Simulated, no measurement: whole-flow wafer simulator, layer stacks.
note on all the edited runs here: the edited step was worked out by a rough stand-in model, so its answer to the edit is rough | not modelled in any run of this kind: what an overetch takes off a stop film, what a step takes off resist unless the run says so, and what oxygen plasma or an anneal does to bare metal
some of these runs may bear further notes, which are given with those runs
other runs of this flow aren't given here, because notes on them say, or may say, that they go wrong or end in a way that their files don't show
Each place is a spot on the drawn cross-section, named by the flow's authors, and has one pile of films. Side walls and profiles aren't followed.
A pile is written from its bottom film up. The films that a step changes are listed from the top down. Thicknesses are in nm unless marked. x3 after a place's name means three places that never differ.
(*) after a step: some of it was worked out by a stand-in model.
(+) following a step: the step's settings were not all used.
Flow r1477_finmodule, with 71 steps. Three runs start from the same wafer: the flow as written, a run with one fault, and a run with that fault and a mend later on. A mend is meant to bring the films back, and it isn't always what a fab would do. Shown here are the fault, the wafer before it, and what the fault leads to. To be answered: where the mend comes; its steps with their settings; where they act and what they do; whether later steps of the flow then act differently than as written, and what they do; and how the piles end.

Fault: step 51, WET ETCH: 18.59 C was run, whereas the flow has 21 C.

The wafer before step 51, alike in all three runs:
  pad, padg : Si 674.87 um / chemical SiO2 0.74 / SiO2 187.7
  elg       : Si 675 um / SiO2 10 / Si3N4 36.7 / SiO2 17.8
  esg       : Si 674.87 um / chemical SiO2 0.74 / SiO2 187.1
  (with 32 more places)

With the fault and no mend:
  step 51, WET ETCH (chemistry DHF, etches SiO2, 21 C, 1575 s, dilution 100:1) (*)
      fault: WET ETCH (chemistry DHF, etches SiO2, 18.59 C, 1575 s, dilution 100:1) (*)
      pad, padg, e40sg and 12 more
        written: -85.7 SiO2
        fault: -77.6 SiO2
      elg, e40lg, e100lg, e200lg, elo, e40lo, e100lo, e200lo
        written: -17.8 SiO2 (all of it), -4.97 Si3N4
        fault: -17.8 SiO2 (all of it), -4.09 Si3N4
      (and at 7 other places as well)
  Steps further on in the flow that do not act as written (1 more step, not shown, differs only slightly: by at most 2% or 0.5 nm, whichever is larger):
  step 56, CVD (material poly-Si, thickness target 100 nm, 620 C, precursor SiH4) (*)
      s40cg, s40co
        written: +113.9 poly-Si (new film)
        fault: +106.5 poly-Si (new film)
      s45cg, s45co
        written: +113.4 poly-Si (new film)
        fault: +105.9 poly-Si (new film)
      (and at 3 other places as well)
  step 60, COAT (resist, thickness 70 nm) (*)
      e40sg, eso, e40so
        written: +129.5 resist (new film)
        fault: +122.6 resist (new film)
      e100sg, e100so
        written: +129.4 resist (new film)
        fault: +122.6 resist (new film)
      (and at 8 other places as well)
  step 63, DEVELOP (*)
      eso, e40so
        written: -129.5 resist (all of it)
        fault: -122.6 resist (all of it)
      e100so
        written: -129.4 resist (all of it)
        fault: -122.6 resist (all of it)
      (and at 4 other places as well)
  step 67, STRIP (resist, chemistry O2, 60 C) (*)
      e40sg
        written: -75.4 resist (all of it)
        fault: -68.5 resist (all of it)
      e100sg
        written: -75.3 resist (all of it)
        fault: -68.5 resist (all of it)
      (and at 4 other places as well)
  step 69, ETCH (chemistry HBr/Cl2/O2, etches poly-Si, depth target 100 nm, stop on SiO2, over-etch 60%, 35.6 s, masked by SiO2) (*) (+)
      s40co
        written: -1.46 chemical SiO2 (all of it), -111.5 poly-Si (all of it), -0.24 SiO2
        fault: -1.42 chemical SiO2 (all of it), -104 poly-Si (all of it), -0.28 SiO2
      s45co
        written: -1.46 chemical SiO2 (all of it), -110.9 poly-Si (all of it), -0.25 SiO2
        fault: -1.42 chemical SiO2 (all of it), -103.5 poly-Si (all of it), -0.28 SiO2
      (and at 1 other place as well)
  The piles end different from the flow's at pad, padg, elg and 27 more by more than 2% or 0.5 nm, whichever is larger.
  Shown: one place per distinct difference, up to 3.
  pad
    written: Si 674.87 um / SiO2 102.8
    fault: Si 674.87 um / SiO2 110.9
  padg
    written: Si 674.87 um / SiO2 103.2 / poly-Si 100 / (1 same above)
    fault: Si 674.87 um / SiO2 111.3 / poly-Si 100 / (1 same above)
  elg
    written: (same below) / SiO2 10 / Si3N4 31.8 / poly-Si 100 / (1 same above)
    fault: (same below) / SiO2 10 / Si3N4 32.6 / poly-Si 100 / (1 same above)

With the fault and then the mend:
  The mend stands after step 51.
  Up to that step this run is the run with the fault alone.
  step 51a, WET ETCH (chemistry DHF, etches SiO2, 21 C, 146 s, dilution 100:1) (*) (a further turn of the flow's step 51, with different settings)
      pad, padg, e40sg and 12 more
        -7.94 SiO2
      elg, e40lg, e100lg, e200lg, elo, e40lo, e100lo, e200lo
        -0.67 Si3N4
      esg, s40cg, s45cg, s50cg, s40co, s45co, s50co
        -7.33 SiO2
  None of the later steps of the flow differs from how it acts as written, at any place that is followed, by more than 2% or 0.5 nm, whichever is larger.
  At the end the piles are close to the flow's at the places that both follow, differing by at most 2% or 0.5 nm, whichever is larger.
